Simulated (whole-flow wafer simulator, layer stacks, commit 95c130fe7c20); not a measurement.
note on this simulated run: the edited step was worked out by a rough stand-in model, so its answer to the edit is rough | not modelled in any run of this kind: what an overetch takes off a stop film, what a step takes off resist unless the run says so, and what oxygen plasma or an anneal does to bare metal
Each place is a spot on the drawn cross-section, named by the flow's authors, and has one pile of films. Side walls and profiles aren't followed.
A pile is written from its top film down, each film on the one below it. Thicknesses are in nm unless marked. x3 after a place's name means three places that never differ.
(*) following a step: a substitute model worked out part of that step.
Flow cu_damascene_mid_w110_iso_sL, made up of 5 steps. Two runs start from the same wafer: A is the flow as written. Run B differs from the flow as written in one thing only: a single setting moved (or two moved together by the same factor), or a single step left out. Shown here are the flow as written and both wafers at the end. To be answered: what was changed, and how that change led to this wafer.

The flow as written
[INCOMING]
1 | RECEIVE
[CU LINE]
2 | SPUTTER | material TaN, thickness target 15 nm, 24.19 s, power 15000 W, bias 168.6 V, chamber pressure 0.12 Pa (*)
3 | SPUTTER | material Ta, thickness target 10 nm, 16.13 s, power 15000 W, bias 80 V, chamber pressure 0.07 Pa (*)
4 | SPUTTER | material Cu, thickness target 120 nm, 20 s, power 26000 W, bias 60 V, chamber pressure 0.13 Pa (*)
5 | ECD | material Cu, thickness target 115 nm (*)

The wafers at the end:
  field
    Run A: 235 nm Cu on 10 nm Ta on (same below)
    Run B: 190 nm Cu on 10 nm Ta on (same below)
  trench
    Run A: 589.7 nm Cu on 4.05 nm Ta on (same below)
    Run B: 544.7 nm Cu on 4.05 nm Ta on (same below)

What caused this: step 4, SPUTTER: thickness target 75 nm was run, though the flow has thickness target 120 nm; step 4, SPUTTER: 12.5 s was run, where the flow has 20 s.

How this came from the change, step by step:
  4 | SPUTTER | material Cu, thickness target 120 nm, 20 s, power 26000 W, bias 60 V, chamber pressure 0.13 Pa (*)
      field: A +120 Cu (new film) | B +75 Cu (new film)
      trench: A +49.9 Cu (new film) | B +31.2 Cu (new film)
  5 | ECD | material Cu, thickness target 115 nm (*)
      trench: A +539.8 Cu | B +513.5 Cu
